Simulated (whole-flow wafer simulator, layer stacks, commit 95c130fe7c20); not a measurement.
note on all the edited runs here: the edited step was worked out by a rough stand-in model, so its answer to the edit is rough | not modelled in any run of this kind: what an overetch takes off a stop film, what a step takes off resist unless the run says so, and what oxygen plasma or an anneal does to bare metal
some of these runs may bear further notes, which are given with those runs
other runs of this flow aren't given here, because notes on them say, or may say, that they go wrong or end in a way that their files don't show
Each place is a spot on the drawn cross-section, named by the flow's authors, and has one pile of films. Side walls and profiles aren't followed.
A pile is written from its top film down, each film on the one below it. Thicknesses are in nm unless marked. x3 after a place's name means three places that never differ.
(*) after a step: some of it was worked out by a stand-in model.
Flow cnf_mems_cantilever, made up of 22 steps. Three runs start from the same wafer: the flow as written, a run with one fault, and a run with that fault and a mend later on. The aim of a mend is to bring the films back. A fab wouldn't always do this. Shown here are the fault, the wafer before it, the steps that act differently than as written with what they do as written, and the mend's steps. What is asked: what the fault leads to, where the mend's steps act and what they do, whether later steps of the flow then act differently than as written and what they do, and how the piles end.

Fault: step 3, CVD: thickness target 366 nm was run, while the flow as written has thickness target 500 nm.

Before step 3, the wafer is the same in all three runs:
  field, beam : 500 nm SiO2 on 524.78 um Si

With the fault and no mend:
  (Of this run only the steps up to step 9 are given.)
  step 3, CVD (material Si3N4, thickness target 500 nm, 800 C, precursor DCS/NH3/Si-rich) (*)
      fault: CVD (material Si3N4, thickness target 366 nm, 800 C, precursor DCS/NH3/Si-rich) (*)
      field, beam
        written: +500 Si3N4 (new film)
        fault: +366 Si3N4 (new film)
  Later steps of the flow up to step 9 that are run all act as written at every place that is followed.
  The piles after step 9 differ from the flow's at field, beam by more than 2% or 0.5 nm, whichever is larger.
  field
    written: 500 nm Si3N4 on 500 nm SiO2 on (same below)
    fault: 366 nm Si3N4 on 500 nm SiO2 on (same below)
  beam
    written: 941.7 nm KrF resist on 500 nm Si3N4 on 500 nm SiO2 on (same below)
    fault: 941.7 nm KrF resist on 366 nm Si3N4 on 500 nm SiO2 on (same below)

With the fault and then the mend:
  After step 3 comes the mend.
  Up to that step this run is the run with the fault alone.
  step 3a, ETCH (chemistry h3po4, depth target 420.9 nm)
      field, beam
        -366 Si3N4 (all of it)
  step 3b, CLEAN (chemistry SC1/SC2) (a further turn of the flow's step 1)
      alters no film at any place that is followed
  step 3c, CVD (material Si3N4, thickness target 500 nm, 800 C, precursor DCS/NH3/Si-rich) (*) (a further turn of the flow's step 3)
      field, beam
        +500 Si3N4 (new film)
  Later steps of the flow that are run all act as written at every place that is followed.
  The piles end the same as the flow's at every place that both follow.
